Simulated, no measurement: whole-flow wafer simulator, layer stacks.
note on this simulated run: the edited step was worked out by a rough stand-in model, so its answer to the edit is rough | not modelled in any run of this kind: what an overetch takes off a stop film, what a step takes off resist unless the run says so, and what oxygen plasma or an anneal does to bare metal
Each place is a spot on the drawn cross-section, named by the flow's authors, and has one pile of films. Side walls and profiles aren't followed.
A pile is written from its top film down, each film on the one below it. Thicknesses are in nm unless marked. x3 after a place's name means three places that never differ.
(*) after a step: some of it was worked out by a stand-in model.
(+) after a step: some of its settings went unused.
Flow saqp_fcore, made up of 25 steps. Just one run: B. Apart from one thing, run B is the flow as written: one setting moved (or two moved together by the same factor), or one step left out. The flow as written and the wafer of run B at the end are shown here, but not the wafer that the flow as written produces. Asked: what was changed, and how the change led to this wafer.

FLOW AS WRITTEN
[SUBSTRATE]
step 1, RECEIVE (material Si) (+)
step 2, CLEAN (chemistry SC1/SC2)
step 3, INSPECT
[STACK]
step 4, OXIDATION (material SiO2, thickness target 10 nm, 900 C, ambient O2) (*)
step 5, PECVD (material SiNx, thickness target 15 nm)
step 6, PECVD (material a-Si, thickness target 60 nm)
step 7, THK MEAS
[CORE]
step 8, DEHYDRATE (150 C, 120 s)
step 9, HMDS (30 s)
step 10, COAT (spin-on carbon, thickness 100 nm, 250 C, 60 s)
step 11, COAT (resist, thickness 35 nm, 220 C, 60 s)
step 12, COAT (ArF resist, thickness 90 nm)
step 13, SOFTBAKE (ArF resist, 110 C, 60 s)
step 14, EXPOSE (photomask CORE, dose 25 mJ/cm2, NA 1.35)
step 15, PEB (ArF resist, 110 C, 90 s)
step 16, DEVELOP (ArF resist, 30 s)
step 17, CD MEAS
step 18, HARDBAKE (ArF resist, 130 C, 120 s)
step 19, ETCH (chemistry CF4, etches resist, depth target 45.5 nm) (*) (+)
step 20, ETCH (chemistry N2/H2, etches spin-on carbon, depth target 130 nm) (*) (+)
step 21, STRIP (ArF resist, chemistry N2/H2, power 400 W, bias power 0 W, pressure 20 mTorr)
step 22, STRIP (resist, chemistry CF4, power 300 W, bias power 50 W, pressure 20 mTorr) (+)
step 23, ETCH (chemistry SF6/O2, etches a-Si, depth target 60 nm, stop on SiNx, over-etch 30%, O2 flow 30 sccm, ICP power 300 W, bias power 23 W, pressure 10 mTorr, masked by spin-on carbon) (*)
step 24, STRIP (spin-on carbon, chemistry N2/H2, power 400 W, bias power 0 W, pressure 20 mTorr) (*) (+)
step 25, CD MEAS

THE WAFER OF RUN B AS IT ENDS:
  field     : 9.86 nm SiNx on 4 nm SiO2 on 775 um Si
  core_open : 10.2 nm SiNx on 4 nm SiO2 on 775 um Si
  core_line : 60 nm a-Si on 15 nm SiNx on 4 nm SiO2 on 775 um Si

Cause: step 4, OXIDATION: thickness target 4 nm was run, while the flow as written has thickness target 10 nm.
The wafer itself shows it: field has SiO2 4, and step 4 as written asks for 10 nm.

How this came from the change, step by step:
  step 4, OXIDATION (material SiO2, thickness target 10 nm, 900 C, ambient O2) (*)
      field, core_open, core_line: SiO2 gains 4 (new film), chemical SiO2 loses 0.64 (all of it), Si loses 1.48 (as written it would have been: SiO2 gains 10 (new film), chemical SiO2 loses 0.64 (all of it), Si loses 4.12)
